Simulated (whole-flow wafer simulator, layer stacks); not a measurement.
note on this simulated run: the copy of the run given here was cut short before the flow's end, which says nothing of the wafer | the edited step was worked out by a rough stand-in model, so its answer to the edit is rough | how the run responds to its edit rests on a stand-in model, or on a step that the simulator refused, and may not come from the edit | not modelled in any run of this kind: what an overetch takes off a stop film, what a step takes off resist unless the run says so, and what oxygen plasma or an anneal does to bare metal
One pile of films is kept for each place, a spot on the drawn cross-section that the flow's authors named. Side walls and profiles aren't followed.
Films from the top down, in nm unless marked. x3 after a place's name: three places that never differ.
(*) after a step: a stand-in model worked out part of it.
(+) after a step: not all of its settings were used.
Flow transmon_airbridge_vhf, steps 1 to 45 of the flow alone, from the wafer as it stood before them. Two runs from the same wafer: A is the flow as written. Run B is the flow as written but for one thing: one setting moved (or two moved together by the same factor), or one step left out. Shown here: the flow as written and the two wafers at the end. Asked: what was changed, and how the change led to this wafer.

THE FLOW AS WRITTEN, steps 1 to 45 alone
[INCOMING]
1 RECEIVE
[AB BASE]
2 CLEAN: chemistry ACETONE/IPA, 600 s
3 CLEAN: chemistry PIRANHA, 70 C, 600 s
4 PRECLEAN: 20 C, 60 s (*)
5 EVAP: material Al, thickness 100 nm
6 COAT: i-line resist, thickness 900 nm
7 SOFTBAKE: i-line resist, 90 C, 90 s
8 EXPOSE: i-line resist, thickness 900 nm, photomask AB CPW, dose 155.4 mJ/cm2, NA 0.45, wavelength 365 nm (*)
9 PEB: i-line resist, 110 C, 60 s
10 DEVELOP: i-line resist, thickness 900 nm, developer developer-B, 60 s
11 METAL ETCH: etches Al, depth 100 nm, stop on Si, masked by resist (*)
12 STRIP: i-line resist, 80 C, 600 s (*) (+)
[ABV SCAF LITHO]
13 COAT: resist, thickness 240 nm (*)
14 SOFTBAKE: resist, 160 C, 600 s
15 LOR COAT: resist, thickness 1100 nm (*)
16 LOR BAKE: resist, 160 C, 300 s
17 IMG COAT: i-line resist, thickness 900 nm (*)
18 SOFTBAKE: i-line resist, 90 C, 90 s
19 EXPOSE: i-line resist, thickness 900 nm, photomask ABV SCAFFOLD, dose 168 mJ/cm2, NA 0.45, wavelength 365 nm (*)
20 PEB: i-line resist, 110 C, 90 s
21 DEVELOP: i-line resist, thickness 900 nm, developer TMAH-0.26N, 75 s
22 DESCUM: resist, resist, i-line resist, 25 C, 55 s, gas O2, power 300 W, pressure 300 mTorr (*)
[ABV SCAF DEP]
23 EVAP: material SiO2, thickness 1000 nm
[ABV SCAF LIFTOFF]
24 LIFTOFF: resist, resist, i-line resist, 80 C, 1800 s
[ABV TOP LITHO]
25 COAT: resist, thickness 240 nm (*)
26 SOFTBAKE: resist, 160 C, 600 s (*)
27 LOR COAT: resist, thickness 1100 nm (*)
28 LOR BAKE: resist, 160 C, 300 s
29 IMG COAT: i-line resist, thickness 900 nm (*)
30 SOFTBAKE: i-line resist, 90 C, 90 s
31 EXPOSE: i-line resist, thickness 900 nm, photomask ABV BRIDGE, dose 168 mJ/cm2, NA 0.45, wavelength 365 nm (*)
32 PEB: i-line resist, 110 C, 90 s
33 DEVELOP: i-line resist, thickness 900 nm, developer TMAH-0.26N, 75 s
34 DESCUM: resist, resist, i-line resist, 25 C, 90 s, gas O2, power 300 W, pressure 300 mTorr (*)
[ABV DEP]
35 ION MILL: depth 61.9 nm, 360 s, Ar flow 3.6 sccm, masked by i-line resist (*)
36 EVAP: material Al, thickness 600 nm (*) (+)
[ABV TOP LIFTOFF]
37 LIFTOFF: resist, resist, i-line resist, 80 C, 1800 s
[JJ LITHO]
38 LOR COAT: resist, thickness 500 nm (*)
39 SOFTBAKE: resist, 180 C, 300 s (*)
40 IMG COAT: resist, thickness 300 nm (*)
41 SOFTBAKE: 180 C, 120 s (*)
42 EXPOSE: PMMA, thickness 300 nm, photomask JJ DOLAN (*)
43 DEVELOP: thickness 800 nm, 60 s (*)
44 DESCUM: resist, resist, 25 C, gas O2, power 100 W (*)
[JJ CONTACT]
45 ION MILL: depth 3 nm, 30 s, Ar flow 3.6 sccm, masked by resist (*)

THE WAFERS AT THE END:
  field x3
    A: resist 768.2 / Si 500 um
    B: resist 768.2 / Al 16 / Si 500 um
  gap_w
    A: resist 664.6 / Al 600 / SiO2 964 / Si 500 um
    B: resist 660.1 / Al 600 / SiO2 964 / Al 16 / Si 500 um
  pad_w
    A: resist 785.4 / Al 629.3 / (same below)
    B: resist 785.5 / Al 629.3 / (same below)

The cause: step 11, METAL ETCH: depth 84 nm was run, where the flow has depth 100 nm.

How the change led to this, step by step:
  11 METAL ETCH: etches Al, depth 100 nm, stop on Si, masked by resist (*)
      field x3, jj_line, gap_w, gap_e: A Al -100 (all of it) | B Al -84
      ground_far, pad_w, flank_w and 8 more: A i-line resist -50 | B i-line resist -42
  45 ION MILL: depth 3 nm, 30 s, Ar flow 3.6 sccm, masked by resist (*)
      jj_line: A Si -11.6 | B Al -16 (all of it), Si -2.62
Counting metal films that touch as one body, field x3 has 1 body; the flow as written gives 0 bodies.
Counting metal films that touch as one body, gap_w has 2 bodies (between them, from the top down: SiO2 964); the flow as written gives 1 body.
